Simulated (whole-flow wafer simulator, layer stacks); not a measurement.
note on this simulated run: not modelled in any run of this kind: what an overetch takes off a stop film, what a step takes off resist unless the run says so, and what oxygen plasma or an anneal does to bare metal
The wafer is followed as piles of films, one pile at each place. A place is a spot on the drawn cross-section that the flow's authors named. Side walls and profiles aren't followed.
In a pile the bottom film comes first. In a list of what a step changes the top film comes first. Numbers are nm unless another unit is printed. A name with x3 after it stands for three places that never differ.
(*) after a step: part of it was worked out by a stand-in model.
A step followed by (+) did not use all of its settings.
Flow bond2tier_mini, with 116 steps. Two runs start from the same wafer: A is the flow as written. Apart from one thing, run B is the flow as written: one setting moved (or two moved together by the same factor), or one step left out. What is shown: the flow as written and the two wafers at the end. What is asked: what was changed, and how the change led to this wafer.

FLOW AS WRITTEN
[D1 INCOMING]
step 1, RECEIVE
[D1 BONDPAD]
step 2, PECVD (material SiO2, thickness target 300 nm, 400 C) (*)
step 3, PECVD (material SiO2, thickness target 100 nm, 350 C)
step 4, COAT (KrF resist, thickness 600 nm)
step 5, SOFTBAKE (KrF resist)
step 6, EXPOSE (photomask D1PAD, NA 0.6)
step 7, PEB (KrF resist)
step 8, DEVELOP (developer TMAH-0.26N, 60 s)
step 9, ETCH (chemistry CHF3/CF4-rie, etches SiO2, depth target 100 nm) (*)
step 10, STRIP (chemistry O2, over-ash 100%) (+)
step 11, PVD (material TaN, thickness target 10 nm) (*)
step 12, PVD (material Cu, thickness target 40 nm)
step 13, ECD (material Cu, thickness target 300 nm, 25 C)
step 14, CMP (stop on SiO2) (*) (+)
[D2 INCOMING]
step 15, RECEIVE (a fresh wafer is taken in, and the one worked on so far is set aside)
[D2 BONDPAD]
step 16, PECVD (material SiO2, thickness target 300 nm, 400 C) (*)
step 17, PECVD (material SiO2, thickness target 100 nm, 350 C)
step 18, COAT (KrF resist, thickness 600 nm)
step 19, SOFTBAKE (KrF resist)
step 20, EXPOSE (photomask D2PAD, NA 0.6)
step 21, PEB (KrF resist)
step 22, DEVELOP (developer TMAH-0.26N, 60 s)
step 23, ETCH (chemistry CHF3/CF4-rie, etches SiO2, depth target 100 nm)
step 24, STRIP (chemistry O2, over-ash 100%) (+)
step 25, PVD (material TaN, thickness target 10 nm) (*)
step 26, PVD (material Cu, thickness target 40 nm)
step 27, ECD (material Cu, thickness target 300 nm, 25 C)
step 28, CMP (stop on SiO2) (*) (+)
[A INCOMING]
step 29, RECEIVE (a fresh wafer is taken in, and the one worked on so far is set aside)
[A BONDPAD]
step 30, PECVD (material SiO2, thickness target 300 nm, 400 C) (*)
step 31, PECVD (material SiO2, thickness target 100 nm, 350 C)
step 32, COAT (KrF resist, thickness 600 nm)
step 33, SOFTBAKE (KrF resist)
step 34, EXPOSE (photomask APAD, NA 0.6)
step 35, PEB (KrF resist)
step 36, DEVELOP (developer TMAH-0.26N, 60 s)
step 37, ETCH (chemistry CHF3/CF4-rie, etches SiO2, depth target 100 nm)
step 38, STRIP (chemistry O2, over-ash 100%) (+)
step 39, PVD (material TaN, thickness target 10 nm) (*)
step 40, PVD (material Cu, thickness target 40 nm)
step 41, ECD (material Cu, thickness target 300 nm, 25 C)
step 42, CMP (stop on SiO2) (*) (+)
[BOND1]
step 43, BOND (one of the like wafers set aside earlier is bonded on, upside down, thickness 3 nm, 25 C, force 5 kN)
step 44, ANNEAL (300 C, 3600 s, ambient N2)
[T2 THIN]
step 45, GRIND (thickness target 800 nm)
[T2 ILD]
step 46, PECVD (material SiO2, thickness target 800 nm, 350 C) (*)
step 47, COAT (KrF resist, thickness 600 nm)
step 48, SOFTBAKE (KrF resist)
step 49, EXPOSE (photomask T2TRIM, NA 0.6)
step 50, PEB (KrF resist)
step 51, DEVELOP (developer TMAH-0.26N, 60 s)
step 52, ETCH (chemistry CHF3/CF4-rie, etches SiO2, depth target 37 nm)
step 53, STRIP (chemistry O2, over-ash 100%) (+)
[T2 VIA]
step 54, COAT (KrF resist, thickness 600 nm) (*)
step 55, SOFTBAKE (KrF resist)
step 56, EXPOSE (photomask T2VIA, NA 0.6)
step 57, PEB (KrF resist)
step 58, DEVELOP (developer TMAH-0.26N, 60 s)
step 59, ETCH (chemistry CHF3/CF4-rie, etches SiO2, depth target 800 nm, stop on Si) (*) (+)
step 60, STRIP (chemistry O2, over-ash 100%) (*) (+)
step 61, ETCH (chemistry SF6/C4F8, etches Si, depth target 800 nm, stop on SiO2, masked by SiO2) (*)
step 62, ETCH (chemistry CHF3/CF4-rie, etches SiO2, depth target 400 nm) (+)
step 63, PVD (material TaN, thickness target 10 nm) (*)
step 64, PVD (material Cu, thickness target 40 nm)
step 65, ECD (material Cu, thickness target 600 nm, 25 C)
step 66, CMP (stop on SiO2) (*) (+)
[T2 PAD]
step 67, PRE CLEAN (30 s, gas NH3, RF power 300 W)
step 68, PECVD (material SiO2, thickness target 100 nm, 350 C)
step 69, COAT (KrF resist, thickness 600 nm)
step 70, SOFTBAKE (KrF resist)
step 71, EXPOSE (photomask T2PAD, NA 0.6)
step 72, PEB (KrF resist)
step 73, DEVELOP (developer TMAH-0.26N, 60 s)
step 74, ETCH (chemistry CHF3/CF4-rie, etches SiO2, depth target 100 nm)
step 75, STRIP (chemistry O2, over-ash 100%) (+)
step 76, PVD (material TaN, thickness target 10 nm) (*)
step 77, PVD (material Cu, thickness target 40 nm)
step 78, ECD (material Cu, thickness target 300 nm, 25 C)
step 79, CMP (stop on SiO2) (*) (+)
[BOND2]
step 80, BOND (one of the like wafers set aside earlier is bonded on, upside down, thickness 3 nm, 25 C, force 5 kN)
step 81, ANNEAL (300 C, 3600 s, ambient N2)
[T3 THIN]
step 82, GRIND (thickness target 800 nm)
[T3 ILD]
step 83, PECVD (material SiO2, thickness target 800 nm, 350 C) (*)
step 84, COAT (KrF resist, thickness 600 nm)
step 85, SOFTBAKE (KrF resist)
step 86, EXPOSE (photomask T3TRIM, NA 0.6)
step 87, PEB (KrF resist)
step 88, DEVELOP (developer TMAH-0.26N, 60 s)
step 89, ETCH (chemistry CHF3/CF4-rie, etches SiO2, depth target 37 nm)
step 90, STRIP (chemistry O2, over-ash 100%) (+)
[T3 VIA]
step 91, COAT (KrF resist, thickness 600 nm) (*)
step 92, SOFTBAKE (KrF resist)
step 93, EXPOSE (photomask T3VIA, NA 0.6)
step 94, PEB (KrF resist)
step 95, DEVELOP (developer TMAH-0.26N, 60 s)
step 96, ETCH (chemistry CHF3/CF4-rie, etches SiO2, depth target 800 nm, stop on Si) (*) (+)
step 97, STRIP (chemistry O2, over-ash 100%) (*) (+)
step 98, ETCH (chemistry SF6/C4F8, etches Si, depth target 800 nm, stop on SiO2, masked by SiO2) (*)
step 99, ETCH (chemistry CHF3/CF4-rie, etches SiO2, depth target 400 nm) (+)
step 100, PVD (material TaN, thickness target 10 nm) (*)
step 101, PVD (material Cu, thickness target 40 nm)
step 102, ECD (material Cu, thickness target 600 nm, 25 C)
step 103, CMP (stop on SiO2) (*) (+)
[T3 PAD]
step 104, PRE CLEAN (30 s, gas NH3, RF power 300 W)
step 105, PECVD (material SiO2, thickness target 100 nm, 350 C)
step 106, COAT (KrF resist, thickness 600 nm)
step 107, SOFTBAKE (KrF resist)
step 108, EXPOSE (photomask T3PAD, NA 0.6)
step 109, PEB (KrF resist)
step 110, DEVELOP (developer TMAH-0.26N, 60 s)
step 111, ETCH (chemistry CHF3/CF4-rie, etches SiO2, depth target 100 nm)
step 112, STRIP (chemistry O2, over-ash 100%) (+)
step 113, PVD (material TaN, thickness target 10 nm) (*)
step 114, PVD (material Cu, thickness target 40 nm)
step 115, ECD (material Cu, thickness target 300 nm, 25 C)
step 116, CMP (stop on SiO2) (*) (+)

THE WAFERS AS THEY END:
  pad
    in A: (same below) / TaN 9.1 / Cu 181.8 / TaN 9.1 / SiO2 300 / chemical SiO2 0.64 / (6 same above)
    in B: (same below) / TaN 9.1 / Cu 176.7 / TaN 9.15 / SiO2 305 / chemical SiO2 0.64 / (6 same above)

Cause: step 23, ETCH: depth target 95 nm was run, though the flow has depth target 100 nm.

How this came from the change, step by step:
  step 23, ETCH (chemistry CHF3/CF4-rie, etches SiO2, depth target 100 nm)
      pad, via: A -100 SiO2 | B -95 SiO2
      field: A -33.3 KrF resist | B -31.7 KrF resist
  step 80, BOND (one of the like wafers set aside earlier is bonded on, upside down, thickness 3 nm, 25 C, force 5 kN)
      pad: A +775 um Si (new film), +0.64 chemical SiO2 (new film), +300 SiO2 (new film), +9.1 TaN (new film), +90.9 Cu | B +775 um Si (new film), +0.64 chemical SiO2 (new film), +305 SiO2 (new film), +9.15 TaN (new film), +85.9 Cu
